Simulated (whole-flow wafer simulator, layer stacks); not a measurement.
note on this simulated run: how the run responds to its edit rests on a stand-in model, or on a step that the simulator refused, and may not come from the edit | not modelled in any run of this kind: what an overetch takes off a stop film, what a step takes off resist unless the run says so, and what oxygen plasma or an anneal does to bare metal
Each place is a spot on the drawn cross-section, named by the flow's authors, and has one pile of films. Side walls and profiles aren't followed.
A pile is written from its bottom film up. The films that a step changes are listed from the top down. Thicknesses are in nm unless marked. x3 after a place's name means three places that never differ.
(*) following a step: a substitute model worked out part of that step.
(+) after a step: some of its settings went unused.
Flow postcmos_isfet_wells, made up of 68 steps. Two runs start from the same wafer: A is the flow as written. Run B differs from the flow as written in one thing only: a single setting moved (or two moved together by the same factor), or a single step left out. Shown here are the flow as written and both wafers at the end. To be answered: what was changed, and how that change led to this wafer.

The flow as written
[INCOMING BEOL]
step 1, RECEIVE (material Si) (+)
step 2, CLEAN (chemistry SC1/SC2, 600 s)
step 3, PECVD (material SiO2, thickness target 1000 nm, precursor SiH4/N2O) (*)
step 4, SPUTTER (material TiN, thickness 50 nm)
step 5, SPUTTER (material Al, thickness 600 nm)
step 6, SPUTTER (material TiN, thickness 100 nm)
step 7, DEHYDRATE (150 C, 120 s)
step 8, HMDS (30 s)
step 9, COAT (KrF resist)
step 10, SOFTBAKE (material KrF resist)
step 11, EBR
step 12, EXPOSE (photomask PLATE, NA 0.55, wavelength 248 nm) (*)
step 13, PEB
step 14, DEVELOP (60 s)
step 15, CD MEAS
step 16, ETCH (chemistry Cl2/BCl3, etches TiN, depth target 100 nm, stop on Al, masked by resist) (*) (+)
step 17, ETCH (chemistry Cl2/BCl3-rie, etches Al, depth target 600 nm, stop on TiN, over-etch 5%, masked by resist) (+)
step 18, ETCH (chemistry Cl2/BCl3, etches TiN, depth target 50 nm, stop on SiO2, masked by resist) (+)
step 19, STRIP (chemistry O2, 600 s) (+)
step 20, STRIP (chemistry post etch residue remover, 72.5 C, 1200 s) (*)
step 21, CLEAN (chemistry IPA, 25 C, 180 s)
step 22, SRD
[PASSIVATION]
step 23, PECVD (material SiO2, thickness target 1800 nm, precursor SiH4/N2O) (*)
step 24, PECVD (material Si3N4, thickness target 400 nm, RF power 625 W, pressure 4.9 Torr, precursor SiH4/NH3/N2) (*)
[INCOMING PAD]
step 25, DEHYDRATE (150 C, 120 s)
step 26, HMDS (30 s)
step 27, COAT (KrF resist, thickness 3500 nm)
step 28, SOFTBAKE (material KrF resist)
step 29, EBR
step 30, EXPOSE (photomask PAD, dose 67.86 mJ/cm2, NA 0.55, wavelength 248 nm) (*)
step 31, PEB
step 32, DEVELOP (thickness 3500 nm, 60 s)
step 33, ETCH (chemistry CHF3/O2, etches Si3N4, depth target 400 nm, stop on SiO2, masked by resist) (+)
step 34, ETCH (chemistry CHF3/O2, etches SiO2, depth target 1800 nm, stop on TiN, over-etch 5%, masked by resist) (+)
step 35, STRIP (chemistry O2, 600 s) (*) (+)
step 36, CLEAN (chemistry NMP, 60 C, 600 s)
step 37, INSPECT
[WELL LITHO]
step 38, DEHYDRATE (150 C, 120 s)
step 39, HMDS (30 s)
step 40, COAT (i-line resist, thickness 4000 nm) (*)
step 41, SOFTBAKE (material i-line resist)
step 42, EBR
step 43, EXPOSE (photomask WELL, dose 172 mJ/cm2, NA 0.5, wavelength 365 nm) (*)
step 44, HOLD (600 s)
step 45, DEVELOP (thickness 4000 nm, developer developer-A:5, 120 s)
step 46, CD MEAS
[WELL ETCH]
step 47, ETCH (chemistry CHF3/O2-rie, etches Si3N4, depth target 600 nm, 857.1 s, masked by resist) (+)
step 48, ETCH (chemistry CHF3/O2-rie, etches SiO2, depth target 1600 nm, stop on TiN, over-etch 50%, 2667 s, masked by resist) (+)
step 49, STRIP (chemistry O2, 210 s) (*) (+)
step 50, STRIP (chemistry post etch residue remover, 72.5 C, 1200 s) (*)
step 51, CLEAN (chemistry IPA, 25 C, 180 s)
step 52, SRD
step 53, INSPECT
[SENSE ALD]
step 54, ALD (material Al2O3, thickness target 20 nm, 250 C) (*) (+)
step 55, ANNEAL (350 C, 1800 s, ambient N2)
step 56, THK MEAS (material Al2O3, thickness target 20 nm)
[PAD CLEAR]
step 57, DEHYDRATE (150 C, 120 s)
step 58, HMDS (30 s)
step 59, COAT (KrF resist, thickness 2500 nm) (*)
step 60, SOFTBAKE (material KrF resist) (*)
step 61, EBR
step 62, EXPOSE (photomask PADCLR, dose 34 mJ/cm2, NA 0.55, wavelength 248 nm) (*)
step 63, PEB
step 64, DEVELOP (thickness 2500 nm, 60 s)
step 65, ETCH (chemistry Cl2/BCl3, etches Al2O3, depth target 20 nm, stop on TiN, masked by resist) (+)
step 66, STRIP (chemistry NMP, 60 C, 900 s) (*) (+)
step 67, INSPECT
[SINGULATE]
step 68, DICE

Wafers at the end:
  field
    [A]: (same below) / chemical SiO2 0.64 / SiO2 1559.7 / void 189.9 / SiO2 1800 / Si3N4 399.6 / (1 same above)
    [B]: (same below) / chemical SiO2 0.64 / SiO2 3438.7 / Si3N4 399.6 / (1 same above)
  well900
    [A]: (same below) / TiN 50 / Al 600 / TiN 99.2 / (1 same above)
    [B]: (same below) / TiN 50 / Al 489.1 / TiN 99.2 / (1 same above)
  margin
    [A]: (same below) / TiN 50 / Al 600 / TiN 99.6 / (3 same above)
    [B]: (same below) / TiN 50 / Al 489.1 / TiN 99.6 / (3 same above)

Cause: step 5, SPUTTER: thickness 489.1 nm was run, though the flow has thickness 600 nm.
The wafer itself shows it: well900 has Al 489.1, and step 5 as written asks for 600 nm.

Step by step, how the change led to this:
  step 5, SPUTTER (material Al, thickness 600 nm)
      field, margin, well900, well1300 x3, pad_rim, pad_clr, pad_open: A Al gains 600 (new film) | B Al gains 489.1 (new film)
  step 17, ETCH (chemistry Cl2/BCl3-rie, etches Al, depth target 600 nm, stop on TiN, over-etch 5%, masked by resist) (+)
      margin, well900, well1300 x3, pad_rim, pad_clr, pad_open: A KrF resist loses 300 | B KrF resist loses 256.8
      field: A Al loses 600 (all of it) | B Al loses 489.1 (all of it)
  step 19, STRIP (chemistry O2, 600 s) (+)
      margin, well900, well1300 x3, pad_rim, pad_clr, pad_open: A KrF resist loses 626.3 (all of it) | B KrF resist loses 669.5 (all of it)
  step 23, PECVD (material SiO2, thickness target 1800 nm, precursor SiH4/N2O) (*)
      field: A SiO2 gains 1800 (new film), void gains 189.9 (new film), SiO2 gains 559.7 | B SiO2 gains 2438.7
